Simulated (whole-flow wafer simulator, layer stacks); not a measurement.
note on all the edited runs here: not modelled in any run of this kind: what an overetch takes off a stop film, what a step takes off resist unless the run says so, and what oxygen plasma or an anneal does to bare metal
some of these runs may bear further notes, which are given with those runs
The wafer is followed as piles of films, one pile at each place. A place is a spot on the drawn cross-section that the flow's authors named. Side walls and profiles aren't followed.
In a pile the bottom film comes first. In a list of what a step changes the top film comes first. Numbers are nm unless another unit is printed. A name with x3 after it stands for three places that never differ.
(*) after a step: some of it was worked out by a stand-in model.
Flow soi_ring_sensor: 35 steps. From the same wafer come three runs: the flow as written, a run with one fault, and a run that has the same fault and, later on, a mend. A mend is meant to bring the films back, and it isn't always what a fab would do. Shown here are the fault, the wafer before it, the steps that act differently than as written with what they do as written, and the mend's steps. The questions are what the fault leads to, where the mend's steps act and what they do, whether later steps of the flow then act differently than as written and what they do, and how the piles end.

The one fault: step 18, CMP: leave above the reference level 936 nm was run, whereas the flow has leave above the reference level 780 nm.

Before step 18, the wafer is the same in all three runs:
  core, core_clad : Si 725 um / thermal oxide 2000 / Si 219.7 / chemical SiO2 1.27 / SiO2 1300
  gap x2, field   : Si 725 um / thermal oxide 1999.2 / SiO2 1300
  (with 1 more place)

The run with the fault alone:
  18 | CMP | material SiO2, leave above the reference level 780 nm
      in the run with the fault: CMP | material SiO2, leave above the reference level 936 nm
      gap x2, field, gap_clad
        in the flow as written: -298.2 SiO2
        in the run with the fault: -142.2 SiO2
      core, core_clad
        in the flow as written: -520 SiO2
        in the run with the fault: -364 SiO2
  Later steps of the flow acting differently than as written:
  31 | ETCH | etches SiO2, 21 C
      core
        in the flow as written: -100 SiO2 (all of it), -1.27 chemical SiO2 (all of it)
        in the run with the fault: -256 SiO2 (all of it), -1.27 chemical SiO2 (all of it)
  By the end, the piles at field, core_clad depart from the flow's by more than 2% or 0.5 nm, whichever is larger.
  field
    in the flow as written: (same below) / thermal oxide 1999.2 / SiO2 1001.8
    in the run with the fault: (same below) / thermal oxide 1999.2 / SiO2 1157.8
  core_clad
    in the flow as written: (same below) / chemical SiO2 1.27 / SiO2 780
    in the run with the fault: (same below) / chemical SiO2 1.27 / SiO2 936

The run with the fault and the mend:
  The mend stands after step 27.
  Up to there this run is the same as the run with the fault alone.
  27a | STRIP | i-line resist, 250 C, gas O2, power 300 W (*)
      field, core_clad, gap_clad
        -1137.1 i-line resist (all of it)
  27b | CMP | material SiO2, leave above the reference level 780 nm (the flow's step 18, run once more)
      core, gap x2, field, core_clad, gap_clad
        -156 SiO2
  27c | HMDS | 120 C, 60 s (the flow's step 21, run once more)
      does not change any film at any place that is followed
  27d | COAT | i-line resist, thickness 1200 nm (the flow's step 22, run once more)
      core, gap x2, field, core_clad, gap_clad
        +1200 i-line resist (new film)
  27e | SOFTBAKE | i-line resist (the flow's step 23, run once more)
      does not change any film at any place that is followed
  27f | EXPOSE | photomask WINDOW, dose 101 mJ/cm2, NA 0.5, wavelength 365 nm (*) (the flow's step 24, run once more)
      does not change any film at any place that is followed
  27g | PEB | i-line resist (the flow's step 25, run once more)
      core, gap x2, field, core_clad, gap_clad
        -62.8 i-line resist
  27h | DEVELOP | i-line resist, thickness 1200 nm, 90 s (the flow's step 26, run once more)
      core, gap x2
        -1137.2 i-line resist (all of it)
      field, core_clad, gap_clad
        -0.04 i-line resist
  None of the later steps of the flow acts differently than as written at any place that is followed.
  At every place that both follow, the piles at the end match the flow's.
